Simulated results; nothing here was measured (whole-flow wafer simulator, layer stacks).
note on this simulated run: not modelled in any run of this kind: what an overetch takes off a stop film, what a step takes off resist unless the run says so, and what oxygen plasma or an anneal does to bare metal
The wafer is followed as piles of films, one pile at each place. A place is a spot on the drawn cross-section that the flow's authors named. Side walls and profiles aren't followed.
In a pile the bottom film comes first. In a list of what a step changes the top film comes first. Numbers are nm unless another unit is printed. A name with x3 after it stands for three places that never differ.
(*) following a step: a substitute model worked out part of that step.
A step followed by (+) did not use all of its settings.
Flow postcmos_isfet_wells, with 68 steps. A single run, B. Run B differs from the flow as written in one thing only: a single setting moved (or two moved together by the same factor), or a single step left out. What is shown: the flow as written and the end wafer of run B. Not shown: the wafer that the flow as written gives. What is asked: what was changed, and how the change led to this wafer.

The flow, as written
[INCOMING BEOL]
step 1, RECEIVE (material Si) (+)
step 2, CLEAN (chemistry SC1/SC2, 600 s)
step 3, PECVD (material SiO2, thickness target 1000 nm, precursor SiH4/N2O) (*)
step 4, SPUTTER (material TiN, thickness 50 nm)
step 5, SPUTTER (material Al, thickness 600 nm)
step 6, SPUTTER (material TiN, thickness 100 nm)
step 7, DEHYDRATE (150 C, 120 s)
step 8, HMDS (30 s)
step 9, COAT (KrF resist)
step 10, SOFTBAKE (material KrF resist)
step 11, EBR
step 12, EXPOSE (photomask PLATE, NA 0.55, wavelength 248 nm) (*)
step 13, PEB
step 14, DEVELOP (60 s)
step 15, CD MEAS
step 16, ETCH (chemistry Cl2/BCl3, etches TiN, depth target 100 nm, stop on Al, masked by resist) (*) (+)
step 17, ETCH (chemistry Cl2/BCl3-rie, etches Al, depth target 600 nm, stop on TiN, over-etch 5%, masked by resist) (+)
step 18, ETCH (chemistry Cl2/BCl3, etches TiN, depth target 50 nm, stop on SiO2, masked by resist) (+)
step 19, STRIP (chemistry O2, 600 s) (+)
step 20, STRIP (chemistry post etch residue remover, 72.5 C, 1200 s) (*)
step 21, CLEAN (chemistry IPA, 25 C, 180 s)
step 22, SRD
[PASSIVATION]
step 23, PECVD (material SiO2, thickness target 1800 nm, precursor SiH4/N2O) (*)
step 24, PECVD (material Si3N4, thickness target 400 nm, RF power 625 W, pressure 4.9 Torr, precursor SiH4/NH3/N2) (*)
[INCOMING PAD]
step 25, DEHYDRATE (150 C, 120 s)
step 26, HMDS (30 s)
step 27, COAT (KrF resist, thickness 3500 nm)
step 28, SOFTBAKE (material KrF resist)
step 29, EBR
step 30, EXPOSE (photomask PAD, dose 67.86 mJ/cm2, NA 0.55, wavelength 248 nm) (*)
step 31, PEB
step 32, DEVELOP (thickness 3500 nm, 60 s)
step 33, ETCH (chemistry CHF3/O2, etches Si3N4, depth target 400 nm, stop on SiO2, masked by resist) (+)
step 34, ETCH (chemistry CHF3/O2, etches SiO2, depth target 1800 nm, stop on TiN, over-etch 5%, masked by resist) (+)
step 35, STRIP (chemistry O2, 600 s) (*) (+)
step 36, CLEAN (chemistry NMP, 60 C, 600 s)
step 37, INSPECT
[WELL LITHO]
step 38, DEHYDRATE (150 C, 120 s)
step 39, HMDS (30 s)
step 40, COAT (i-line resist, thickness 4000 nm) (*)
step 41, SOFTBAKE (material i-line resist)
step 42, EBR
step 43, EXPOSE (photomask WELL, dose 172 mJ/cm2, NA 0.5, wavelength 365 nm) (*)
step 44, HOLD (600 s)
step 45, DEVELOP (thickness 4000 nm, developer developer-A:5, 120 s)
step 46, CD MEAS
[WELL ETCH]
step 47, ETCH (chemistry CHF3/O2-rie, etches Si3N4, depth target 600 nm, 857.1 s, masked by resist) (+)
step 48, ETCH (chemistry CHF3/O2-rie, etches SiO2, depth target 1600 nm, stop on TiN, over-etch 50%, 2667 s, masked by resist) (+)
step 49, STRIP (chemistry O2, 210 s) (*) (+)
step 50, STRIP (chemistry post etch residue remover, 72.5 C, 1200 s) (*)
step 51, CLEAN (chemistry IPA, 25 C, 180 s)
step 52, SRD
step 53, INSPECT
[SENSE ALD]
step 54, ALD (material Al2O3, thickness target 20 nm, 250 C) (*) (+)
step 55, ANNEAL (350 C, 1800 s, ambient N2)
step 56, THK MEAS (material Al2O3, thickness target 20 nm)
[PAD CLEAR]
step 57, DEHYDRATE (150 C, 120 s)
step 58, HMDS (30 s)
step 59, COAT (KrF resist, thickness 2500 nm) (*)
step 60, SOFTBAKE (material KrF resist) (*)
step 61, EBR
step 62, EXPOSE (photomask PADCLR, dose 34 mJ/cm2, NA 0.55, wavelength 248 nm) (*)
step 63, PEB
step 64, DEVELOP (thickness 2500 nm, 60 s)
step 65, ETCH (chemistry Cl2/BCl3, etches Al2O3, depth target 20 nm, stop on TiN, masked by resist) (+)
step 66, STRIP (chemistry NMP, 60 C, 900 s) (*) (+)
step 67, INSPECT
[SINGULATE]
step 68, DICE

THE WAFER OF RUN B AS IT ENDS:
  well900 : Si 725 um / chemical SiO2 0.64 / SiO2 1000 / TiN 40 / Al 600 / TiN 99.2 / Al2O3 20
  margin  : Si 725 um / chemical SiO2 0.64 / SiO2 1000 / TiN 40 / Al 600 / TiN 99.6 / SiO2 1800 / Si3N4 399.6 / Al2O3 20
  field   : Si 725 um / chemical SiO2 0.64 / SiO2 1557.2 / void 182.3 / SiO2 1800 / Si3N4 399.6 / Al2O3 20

What caused this: step 4, SPUTTER: thickness 40 nm was run, while the flow as written has thickness 50 nm.
The wafer itself shows it: well900 has TiN 40, and step 4 as written asks for 50 nm.

The path from the change to this, step by step:
  step 4, SPUTTER (material TiN, thickness 50 nm)
      field, margin, well900 and 6 more: +40 TiN (new film) (in the flow as written it would be: +50 TiN (new film))
  step 18, ETCH (chemistry Cl2/BCl3, etches TiN, depth target 50 nm, stop on SiO2, masked by resist) (+)
      field: -40 TiN (all of it) (in the flow as written it would be: -50 TiN (all of it))
  step 23, PECVD (material SiO2, thickness target 1800 nm, precursor SiH4/N2O) (*)
      field: +1800 SiO2 (new film), +182.3 void (new film), +557.2 SiO2 (in the flow as written it would be: +1800 SiO2 (new film), +189.9 void (new film), +559.7 SiO2)
